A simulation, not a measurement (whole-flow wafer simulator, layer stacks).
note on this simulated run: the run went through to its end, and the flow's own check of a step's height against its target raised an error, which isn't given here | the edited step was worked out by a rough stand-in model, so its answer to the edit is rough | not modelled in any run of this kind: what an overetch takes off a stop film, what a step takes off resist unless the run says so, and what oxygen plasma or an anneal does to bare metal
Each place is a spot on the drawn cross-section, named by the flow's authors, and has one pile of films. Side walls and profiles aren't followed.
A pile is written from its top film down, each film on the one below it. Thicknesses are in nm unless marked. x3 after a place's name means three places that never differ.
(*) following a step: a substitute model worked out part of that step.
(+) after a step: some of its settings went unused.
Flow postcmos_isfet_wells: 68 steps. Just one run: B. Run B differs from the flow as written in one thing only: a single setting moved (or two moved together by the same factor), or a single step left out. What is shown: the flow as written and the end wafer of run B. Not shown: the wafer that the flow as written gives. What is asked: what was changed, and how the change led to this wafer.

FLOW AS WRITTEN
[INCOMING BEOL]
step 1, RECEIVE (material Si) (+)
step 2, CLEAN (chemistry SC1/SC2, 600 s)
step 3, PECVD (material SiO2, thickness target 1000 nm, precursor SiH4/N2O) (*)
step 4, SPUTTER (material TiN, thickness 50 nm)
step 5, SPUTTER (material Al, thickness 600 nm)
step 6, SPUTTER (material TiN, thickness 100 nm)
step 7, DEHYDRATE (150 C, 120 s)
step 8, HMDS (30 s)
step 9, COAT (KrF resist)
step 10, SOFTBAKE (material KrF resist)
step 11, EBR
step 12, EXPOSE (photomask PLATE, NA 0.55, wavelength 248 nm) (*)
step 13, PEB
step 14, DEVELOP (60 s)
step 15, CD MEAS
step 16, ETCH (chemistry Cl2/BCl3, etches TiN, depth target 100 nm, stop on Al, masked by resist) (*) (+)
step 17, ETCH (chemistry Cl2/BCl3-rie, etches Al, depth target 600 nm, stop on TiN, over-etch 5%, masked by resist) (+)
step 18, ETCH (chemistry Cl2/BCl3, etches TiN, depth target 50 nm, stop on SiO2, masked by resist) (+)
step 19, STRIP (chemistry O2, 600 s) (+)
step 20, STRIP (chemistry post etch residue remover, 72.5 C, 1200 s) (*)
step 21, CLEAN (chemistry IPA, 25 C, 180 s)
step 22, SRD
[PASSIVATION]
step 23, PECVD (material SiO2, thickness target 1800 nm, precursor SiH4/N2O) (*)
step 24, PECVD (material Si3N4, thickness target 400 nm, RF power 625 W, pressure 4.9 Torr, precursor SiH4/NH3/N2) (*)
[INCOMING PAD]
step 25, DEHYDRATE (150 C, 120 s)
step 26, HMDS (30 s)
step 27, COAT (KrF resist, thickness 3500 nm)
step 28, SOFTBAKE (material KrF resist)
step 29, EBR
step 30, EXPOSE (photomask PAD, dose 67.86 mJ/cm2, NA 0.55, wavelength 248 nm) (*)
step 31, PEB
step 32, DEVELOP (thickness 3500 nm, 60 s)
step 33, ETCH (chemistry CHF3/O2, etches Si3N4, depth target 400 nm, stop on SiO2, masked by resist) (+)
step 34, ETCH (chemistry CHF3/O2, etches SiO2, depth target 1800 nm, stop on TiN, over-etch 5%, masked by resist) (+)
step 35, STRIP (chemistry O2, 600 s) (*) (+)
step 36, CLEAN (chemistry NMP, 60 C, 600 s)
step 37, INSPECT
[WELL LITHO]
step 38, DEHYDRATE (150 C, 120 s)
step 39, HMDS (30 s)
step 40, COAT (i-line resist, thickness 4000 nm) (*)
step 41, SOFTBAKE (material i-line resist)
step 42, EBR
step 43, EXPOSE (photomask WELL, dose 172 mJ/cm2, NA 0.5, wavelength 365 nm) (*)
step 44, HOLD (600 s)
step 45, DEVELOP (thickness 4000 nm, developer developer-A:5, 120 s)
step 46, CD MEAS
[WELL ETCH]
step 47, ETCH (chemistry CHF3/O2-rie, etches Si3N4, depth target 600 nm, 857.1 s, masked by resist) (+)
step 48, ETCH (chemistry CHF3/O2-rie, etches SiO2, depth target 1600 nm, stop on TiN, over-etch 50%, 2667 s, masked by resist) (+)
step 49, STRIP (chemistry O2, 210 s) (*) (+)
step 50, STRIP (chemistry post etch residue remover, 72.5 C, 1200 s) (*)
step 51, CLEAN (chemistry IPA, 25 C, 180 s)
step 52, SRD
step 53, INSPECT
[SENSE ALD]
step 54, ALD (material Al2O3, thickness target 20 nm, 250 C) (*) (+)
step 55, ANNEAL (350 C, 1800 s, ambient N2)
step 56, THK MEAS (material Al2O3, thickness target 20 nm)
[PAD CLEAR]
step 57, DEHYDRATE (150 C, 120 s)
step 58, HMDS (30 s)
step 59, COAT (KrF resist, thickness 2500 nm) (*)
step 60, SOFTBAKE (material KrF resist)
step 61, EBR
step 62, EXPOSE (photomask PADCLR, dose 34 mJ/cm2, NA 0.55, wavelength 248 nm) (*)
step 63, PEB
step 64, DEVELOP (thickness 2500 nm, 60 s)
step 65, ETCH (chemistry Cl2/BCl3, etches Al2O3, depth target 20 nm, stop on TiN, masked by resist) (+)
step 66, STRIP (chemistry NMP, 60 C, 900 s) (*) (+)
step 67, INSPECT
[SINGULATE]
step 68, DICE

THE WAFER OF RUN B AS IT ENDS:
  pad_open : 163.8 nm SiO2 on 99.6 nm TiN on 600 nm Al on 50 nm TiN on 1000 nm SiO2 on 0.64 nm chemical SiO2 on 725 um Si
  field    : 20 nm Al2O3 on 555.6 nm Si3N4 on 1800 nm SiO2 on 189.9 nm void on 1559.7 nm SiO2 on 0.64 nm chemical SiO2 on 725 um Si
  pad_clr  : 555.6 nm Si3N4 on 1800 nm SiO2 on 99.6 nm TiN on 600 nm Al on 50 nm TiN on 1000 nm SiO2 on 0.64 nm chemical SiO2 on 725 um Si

Cause: step 24, PECVD: thickness target 556 nm was run, though the flow has thickness target 400 nm.

How this came from the change, step by step:
  step 24, PECVD (material Si3N4, thickness target 400 nm, RF power 625 W, pressure 4.9 Torr, precursor SiH4/NH3/N2) (*)
      field, margin, well900, well1300 x3, pad_rim, pad_clr, pad_open: Si3N4 gains 556 (new film) (in the flow as written it would be: Si3N4 gains 400 (new film))
  step 33, ETCH (chemistry CHF3/O2, etches Si3N4, depth target 400 nm, stop on SiO2, masked by resist) (+)
      pad_open: Si3N4 loses 400 (in the flow as written it would be: Si3N4 loses 400 (all of it))
  step 34, ETCH (chemistry CHF3/O2, etches SiO2, depth target 1800 nm, stop on TiN, over-etch 5%, masked by resist) (+)
      pad_open: Si3N4 loses 156 (all of it), SiO2 loses 1636.2 (in the flow as written it would be: SiO2 loses 1800 (all of it))
  step 47, ETCH (chemistry CHF3/O2-rie, etches Si3N4, depth target 600 nm, 857.1 s, masked by resist) (+)
      well900, well1300 x3: Si3N4 loses 556 (all of it), SiO2 loses 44 (in the flow as written it would be: Si3N4 loses 400 (all of it), SiO2 loses 200)
  step 48, ETCH (chemistry CHF3/O2-rie, etches SiO2, depth target 1600 nm, stop on TiN, over-etch 50%, 2667 s, masked by resist) (+)
      well900, well1300 x3: SiO2 loses 1756 (all of it) (in the flow as written it would be: SiO2 loses 1600 (all of it))
  step 59, COAT (KrF resist, thickness 2500 nm) (*)
      field: KrF resist gains 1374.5 (new film) (in the flow as written it would be: KrF resist gains 1449 (new film))
      margin: KrF resist gains 1374.4 (new film) (in the flow as written it would be: KrF resist gains 1448.9 (new film))
  step 63, PEB
      field, margin: KrF resist loses 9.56 (in the flow as written it would be: KrF resist loses 10.1)
  step 66, STRIP (chemistry NMP, 60 C, 900 s) (*) (+)
      field, margin: KrF resist loses 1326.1 (all of it) (in the flow as written it would be: KrF resist loses 1400.1 (all of it))
